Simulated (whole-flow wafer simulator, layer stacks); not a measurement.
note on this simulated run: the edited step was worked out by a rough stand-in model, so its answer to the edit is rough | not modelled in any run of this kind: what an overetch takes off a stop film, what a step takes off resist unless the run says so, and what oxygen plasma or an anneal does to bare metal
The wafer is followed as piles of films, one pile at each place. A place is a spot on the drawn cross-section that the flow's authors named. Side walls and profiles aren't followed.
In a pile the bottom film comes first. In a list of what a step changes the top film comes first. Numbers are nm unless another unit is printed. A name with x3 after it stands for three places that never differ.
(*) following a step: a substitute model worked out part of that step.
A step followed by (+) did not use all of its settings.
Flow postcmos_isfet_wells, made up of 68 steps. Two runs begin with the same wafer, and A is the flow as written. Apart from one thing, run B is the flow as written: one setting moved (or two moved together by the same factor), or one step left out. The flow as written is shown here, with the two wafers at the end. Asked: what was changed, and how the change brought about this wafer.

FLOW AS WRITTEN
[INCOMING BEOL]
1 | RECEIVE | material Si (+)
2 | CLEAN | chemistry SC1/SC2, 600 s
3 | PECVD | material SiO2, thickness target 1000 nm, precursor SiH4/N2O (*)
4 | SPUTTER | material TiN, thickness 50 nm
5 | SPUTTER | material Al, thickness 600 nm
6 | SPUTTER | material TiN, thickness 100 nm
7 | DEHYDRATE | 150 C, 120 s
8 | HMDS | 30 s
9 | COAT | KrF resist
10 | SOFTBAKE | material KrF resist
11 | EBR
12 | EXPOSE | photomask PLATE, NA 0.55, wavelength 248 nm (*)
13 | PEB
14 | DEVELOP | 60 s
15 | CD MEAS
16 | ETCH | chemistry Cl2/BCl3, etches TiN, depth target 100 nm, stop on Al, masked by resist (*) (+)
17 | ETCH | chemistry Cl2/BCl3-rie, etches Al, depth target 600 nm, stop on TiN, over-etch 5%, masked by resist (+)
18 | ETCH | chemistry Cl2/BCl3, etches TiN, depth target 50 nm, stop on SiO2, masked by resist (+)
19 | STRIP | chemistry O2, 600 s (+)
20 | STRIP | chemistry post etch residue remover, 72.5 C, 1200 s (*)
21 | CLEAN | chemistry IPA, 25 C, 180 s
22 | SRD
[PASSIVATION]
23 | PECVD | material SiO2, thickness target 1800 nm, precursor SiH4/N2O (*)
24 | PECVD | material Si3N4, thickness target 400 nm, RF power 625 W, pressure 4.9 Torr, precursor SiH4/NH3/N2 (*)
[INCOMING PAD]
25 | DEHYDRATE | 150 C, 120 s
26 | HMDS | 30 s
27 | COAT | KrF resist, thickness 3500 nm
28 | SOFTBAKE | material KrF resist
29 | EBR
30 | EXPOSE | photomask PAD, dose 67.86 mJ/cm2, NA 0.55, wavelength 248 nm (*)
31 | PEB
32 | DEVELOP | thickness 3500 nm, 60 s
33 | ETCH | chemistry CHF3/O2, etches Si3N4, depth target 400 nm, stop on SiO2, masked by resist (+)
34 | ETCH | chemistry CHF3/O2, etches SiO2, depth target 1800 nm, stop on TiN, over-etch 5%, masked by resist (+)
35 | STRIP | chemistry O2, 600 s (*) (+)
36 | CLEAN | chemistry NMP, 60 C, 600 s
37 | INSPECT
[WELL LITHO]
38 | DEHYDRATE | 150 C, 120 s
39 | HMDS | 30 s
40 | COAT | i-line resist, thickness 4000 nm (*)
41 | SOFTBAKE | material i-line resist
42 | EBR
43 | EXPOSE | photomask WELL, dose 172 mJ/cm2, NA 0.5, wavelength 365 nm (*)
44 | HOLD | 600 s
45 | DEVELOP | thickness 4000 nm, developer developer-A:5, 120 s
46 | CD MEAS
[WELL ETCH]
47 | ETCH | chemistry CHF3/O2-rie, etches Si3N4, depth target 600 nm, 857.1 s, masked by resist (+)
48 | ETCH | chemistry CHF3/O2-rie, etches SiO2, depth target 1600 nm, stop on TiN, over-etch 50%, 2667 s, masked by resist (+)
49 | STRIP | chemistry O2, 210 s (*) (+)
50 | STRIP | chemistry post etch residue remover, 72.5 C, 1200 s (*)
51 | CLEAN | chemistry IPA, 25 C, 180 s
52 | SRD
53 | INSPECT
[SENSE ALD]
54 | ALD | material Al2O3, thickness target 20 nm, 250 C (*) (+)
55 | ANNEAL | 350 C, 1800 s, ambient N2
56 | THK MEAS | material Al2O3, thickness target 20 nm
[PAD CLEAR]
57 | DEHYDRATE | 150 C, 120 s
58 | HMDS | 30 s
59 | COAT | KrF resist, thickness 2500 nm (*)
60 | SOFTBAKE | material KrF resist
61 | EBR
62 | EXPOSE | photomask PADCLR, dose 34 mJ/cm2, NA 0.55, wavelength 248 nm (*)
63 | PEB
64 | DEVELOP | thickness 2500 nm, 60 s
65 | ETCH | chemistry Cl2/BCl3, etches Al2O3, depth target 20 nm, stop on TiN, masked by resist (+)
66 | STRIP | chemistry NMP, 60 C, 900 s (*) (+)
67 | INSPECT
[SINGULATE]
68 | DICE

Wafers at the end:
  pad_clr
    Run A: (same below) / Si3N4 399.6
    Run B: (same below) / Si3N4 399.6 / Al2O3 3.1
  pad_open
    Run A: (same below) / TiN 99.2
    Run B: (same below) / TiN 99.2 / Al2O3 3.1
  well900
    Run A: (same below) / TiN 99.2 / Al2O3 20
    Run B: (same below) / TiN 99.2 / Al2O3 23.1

The reason: step 54, ALD: thickness target 23.1 nm was run, while the flow as written has thickness target 20 nm.
The wafer itself shows it: well900 has Al2O3 23.1, and step 54 as written asks for 20 nm.

How this came from the change, step by step:
  54 | ALD | material Al2O3, thickness target 20 nm, 250 C (*) (+)
      field, margin, well900, well1300 x3, pad_rim, pad_clr, pad_open: A +20 Al2O3 (new film) | B +23.1 Al2O3 (new film)
  65 | ETCH | chemistry Cl2/BCl3, etches Al2O3, depth target 20 nm, stop on TiN, masked by resist (+)
      pad_clr, pad_open: A -20 Al2O3 (all of it) | B -20 Al2O3
